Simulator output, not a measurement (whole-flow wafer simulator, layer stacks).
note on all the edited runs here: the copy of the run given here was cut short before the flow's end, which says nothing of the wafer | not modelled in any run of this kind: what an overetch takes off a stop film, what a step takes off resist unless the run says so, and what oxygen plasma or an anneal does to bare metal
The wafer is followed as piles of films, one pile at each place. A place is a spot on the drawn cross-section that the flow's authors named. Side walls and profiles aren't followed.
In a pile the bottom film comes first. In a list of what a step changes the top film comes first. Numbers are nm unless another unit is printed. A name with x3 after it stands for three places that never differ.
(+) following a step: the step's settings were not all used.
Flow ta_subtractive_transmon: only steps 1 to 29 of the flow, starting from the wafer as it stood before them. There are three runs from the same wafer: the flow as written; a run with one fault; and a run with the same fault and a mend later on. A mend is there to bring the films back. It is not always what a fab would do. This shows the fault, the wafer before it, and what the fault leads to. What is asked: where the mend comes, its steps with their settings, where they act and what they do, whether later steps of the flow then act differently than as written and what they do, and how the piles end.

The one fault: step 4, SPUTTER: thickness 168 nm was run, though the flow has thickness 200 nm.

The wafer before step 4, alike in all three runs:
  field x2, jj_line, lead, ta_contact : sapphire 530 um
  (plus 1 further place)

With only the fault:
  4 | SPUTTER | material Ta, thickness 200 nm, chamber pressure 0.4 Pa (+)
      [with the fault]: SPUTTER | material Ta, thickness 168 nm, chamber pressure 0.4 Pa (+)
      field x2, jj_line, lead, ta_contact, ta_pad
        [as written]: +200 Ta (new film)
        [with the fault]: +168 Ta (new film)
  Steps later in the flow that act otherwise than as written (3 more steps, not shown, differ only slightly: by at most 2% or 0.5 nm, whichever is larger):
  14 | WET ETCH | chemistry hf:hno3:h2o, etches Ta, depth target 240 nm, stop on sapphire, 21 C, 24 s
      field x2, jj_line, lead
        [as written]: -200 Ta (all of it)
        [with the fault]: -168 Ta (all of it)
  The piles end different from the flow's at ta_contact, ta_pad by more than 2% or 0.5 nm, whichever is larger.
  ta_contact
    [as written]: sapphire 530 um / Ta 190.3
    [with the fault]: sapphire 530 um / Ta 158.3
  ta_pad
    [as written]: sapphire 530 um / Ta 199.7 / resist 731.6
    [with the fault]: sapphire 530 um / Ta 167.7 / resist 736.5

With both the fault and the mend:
  The mend stands after step 4.
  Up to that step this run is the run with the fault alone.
  4a | SPUTTER | material Ta, thickness 32 nm, chamber pressure 0.4 Pa (+) (the flow's step 4, run once more with other settings)
      field x2, jj_line, lead, ta_contact, ta_pad
        +32 Ta
  None of the later steps of the flow acts differently than as written at any place that is followed.
  At every place that both follow, the piles at the end match the flow's.
